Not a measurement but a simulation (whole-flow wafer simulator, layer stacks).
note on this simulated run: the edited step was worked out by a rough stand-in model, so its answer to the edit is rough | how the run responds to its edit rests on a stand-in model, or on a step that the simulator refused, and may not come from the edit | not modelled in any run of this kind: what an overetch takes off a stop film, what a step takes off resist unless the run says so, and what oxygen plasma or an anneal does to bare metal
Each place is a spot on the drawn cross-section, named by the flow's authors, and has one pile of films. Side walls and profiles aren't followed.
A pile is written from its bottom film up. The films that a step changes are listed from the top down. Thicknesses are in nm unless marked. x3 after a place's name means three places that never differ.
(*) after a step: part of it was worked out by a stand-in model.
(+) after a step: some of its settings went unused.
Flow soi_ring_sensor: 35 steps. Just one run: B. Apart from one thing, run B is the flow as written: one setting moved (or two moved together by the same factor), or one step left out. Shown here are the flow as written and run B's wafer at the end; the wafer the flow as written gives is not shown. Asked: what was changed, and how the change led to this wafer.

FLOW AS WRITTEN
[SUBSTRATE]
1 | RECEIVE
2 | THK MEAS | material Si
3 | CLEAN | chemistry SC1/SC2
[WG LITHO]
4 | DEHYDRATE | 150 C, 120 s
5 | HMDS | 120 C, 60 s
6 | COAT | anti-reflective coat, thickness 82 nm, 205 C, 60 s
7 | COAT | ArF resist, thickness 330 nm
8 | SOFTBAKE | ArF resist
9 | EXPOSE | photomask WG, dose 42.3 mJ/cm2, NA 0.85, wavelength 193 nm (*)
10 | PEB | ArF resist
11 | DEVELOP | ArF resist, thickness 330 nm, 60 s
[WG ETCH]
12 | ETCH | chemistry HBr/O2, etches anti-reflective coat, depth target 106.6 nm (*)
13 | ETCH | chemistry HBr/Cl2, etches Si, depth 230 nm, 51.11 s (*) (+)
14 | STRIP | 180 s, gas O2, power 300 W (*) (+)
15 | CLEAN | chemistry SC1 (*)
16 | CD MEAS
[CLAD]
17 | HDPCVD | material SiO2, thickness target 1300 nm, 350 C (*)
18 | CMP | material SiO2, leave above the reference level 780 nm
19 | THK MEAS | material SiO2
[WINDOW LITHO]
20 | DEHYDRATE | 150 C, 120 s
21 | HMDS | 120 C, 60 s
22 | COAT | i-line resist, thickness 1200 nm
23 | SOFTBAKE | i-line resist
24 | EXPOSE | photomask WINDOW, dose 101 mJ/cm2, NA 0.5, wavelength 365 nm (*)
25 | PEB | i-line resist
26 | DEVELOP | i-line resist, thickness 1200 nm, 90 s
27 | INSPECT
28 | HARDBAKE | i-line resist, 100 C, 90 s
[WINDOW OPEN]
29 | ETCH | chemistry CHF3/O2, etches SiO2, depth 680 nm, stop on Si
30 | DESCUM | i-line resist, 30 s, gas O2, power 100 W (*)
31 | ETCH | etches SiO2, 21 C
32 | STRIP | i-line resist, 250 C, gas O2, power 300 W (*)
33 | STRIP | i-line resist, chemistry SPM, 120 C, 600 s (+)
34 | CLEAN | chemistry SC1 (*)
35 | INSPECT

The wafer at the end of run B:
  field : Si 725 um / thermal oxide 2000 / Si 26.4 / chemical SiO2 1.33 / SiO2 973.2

Cause: step 13, ETCH: depth 193 nm was run, though the flow has depth 230 nm; step 13, ETCH: 42.93 s was run, where the flow has 51.11 s.

How this came from the change, step by step:
  13 | ETCH | chemistry HBr/Cl2, etches Si, depth 230 nm, 51.11 s (*) (+)
      gap, window, field, gap_clad: -193 Si (as written it would have been: -220 Si (all of it), -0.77 thermal oxide)
      core, core_clad: -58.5 ArF resist (as written it would have been: -69.7 ArF resist)
  14 | STRIP | 180 s, gas O2, power 300 W (*) (+)
      gap, window, field, gap_clad: +1.33 chemical SiO2 (new film), -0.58 Si (as written it would have been: nothing)
      core, core_clad: -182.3 ArF resist (all of it), -82 anti-reflective coat (all of it), +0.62 chemical SiO2, -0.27 Si (as written it would have been: -171.2 ArF resist (all of it), -82 anti-reflective coat (all of it), +0.63 chemical SiO2, -0.28 Si)
  18 | CMP | material SiO2, leave above the reference level 780 nm
      gap, window, field, gap_clad: -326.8 SiO2 (as written it would have been: -298.2 SiO2)
